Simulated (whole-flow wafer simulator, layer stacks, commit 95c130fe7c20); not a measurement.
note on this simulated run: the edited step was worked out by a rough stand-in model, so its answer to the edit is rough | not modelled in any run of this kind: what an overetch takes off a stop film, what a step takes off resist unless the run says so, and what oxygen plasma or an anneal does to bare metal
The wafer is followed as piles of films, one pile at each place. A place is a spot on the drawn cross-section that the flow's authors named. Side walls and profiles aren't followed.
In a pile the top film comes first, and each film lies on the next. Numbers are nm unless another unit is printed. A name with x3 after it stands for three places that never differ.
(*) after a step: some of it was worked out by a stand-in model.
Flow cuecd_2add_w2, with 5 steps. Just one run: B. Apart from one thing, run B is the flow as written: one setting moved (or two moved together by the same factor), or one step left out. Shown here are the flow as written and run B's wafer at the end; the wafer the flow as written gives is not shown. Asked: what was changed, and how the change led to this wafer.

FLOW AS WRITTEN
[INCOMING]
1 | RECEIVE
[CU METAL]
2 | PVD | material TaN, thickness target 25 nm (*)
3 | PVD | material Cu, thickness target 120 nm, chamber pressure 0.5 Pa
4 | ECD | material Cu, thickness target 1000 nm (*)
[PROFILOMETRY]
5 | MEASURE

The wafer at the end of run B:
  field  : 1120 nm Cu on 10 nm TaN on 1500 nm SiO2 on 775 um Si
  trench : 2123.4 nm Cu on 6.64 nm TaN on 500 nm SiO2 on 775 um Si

Cause: step 2, PVD: thickness target 10 nm was run, though the flow has thickness target 25 nm.
The wafer lets one read it off: field has TaN 10, and step 2 as written asks for 25 nm.

How this came from the change, step by step:
  2 | PVD | material TaN, thickness target 25 nm (*)
      field: TaN gains 10 (new film) (in the flow as written it would be: TaN gains 25 (new film))
      trench: TaN gains 6.64 (new film) (in the flow as written it would be: TaN gains 16.6 (new film))
